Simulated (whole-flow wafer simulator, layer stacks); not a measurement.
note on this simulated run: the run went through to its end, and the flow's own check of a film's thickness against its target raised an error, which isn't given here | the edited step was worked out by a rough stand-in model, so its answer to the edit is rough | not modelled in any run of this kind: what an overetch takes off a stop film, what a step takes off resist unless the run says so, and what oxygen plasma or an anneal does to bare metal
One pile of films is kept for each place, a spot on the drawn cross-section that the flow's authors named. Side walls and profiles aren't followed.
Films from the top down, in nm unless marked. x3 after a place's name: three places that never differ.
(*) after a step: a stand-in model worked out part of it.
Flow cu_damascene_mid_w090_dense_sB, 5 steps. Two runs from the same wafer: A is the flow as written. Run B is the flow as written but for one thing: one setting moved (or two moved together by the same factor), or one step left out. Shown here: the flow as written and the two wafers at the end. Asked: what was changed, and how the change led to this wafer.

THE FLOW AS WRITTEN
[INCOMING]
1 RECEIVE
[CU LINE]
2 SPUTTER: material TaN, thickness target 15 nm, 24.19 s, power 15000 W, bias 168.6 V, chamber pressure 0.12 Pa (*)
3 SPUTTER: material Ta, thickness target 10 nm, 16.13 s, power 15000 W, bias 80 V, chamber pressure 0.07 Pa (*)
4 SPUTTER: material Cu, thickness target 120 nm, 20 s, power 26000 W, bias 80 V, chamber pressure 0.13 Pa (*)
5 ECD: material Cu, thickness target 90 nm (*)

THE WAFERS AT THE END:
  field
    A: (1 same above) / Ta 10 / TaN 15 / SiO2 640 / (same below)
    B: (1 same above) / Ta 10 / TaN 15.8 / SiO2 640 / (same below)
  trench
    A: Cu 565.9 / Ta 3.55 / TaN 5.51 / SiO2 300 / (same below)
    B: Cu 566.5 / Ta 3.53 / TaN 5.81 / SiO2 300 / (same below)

The cause: step 2, SPUTTER: thickness target 15.8 nm was run, where the flow has thickness target 15 nm; step 2, SPUTTER: 25.4 s was run, where the flow has 24.19 s.
It can be read off the wafer: field has TaN 15.8, and step 2 as written asks for 15 nm.

How the change led to this, step by step:
  2 SPUTTER: material TaN, thickness target 15 nm, 24.19 s, power 15000 W, bias 168.6 V, chamber pressure 0.12 Pa (*)
      field: A TaN +15 (new film) | B TaN +15.8 (new film)
